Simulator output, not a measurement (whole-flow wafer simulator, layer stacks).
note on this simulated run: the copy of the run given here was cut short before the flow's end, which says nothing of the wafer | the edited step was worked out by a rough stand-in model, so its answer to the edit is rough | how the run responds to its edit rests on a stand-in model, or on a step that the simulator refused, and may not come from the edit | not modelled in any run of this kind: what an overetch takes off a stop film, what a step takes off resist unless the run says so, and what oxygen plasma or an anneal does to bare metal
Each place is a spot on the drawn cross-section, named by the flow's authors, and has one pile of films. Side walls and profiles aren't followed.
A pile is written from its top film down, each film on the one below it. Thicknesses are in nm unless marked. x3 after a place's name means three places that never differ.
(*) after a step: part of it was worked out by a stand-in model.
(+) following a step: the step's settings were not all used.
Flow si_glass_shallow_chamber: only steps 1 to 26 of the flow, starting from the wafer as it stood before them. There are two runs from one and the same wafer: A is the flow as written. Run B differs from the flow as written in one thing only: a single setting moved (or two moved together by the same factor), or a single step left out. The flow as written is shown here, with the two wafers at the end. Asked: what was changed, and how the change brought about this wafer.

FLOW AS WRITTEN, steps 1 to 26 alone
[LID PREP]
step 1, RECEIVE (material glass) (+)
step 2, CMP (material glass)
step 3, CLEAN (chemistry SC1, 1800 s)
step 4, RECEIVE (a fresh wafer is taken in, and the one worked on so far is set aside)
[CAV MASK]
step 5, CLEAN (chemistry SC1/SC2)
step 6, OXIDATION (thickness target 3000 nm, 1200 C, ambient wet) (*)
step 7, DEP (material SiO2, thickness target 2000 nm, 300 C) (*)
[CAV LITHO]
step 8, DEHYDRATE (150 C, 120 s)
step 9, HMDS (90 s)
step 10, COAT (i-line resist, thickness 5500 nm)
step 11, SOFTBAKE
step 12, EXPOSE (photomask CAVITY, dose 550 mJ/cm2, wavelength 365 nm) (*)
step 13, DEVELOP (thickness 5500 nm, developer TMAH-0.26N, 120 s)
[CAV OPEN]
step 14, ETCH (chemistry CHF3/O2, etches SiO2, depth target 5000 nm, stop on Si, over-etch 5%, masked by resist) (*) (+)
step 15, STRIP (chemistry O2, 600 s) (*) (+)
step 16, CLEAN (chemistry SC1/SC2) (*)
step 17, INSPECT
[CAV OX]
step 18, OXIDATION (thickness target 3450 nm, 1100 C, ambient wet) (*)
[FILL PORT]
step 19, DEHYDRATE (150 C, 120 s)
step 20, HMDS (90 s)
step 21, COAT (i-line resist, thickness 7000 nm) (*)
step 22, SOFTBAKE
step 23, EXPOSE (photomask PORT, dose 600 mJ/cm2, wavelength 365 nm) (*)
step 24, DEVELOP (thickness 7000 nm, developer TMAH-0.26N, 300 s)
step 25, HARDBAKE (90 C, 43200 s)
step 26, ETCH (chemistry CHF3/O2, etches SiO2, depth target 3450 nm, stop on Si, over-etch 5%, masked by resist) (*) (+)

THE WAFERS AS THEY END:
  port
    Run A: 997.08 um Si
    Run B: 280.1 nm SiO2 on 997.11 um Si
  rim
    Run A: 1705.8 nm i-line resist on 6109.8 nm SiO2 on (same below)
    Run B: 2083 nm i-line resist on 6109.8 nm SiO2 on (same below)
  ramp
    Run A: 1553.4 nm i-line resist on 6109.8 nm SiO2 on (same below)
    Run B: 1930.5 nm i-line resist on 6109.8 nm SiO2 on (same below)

Cause: step 26, ETCH: depth target 3019 nm was run, while the flow as written has depth target 3450 nm.

How this came from the change, step by step:
  step 26, ETCH (chemistry CHF3/O2, etches SiO2, depth target 3450 nm, stop on Si, over-etch 5%, masked by resist) (*) (+)
      port: A SiO2 loses 3450 (all of it), Si loses 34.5 | B SiO2 loses 3169.9
      rim, ramp, cav, ring: A i-line resist loses 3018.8 | B i-line resist loses 2641.6
      (as well as at 1 more place)
